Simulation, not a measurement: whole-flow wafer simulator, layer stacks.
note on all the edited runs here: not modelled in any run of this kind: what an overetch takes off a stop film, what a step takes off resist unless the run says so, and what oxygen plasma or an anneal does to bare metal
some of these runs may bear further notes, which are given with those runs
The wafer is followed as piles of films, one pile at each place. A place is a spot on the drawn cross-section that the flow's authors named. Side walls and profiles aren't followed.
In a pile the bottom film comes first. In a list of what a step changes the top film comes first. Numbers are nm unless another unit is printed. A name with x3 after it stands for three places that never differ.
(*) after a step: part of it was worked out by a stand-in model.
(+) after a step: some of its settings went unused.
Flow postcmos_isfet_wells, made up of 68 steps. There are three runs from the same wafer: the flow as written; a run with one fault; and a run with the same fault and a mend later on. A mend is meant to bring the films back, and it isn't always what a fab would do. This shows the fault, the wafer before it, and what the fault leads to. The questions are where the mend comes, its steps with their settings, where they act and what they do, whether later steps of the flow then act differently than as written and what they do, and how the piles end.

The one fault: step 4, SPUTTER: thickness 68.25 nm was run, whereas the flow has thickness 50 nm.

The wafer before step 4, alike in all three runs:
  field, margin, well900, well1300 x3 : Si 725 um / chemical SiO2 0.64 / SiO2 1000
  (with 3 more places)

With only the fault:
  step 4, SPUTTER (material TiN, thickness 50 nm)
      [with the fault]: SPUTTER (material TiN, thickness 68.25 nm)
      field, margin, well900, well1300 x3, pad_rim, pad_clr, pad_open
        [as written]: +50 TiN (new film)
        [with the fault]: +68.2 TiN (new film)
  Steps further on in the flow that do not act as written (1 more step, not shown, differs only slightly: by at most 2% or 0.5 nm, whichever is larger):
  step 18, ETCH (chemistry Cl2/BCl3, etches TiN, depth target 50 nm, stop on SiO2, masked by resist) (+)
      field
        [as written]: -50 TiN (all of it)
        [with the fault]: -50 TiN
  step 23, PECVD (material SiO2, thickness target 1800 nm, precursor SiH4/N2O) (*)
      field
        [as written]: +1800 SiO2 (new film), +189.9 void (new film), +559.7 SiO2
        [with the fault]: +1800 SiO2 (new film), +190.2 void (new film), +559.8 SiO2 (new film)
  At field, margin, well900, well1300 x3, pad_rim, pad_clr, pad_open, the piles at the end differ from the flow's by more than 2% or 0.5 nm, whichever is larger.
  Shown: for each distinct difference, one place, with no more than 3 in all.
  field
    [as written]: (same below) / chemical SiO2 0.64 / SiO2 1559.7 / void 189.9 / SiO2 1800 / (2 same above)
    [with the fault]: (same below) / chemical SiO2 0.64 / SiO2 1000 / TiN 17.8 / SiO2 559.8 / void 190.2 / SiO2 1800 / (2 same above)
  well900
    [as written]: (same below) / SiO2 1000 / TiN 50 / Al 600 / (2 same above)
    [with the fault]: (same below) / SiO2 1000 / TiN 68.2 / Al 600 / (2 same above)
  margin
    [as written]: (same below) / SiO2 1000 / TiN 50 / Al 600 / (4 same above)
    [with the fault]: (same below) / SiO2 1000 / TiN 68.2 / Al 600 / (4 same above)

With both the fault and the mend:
  After step 4 comes the mend.
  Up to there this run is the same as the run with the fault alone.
  step 4a, ETCH (chemistry peroxide tin strip, depth target 18.25 nm)
      field, margin, well900, well1300 x3, pad_rim, pad_clr, pad_open
        -18.2 TiN
  Later steps of the flow that are run all act as written at every place that is followed.
  By the end, the piles equal the flow's at every place that both follow.
